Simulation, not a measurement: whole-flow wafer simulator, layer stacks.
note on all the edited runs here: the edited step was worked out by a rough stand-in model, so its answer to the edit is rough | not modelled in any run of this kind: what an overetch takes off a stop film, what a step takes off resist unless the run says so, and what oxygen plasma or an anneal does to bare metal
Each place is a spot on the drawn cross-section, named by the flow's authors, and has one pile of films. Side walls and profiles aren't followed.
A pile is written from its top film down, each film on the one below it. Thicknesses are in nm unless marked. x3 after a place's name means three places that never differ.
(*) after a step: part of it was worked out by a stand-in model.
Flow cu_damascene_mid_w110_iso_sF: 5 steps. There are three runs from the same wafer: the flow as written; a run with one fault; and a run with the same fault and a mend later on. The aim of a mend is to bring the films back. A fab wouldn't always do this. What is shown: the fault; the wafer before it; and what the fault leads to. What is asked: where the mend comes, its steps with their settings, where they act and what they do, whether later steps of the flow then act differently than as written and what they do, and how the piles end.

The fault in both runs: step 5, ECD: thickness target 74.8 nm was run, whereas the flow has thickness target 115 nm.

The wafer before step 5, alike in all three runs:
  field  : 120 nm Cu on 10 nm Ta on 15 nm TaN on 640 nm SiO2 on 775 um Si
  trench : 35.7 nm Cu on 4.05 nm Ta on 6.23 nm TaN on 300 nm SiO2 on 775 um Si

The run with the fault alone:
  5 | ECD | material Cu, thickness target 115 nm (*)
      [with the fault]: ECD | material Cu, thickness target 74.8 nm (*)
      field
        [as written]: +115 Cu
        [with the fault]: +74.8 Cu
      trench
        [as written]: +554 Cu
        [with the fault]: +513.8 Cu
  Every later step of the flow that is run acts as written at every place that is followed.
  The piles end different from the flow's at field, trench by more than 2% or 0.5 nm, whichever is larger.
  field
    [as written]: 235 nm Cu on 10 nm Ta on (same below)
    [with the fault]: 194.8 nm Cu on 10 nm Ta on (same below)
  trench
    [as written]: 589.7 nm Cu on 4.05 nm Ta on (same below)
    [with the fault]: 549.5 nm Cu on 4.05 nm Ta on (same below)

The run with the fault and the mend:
  After step 5 comes the mend.
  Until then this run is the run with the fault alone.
  5a | ECD | material Cu, thickness target 40.2 nm (the flow's step 5 again, with other settings)
      field, trench
        +40.2 Cu
  Every later step of the flow that is run acts as written at every place that is followed.
  By the end, the piles equal the flow's at every place that both follow.
